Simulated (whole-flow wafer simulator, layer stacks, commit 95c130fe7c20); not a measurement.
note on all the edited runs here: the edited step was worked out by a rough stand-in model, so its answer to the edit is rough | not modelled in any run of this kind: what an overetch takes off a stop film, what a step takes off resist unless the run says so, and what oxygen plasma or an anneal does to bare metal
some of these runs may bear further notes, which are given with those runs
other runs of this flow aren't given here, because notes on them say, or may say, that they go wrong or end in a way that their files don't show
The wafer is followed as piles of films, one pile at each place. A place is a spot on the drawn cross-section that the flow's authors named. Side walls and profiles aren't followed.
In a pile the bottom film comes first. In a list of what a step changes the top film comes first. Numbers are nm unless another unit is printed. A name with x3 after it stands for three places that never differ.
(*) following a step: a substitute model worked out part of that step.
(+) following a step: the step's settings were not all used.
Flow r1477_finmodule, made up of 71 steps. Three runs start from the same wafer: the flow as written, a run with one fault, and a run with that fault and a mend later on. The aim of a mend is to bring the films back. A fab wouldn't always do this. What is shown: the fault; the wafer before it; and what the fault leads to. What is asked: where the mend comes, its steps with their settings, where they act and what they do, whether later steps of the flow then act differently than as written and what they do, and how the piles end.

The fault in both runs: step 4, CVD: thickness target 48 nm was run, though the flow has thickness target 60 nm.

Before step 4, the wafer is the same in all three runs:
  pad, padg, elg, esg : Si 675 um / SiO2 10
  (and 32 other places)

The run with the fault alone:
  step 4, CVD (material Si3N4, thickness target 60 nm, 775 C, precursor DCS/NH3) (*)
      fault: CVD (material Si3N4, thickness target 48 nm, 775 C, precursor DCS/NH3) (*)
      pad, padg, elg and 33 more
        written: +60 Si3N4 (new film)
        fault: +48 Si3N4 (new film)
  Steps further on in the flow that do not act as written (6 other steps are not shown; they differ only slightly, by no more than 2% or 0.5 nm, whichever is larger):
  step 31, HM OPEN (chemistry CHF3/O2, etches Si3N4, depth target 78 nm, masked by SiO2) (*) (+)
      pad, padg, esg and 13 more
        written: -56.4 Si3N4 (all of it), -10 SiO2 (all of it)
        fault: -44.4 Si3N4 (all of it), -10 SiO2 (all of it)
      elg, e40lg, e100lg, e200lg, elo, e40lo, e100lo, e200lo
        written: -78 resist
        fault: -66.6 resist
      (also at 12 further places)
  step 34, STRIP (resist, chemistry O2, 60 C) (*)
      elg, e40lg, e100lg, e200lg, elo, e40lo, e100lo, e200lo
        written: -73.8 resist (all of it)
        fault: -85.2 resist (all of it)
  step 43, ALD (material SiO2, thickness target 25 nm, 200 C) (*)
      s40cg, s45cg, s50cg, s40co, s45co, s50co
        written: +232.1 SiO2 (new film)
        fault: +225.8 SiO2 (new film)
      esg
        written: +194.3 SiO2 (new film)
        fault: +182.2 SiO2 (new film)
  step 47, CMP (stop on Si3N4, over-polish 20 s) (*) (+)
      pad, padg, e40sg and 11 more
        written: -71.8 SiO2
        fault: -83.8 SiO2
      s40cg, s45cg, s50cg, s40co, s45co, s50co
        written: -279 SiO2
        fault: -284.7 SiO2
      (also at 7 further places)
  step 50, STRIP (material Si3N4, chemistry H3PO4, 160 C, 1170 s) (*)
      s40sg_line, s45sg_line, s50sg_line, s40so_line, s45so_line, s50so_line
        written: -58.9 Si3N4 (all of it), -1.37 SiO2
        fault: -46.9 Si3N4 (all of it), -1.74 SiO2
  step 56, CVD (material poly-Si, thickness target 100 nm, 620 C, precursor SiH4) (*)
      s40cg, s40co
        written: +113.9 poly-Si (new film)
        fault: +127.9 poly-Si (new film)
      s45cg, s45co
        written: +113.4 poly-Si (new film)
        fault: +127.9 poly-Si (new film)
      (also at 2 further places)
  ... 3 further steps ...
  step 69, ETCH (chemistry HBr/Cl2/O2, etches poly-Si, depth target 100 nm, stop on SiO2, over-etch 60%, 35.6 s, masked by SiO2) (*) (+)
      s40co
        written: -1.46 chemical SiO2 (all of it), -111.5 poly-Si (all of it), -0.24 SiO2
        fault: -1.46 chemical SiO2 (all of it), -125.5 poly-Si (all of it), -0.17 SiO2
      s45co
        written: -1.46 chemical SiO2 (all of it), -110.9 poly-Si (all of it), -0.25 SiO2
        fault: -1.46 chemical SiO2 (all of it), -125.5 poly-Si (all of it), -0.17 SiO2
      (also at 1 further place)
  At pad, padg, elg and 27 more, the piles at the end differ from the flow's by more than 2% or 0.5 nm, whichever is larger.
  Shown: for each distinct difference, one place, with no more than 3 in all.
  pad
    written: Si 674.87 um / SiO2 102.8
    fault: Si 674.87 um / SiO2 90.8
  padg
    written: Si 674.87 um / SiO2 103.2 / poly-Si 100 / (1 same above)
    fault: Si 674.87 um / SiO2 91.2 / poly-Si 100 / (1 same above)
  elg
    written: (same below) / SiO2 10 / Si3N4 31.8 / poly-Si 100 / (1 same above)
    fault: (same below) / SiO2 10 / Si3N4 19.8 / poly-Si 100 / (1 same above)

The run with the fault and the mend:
  The mend follows step 5.
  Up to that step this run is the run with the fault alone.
  step 5a, CVD (material Si3N4, thickness target 12 nm, 775 C, precursor DCS/NH3) (*) (a further turn of the flow's step 4, with different settings)
      pad, padg, elg and 33 more
        +12 Si3N4
  Every later step of the flow that is run acts as written at every place that is followed.
  The piles end the same as the flow's at every place that both follow.
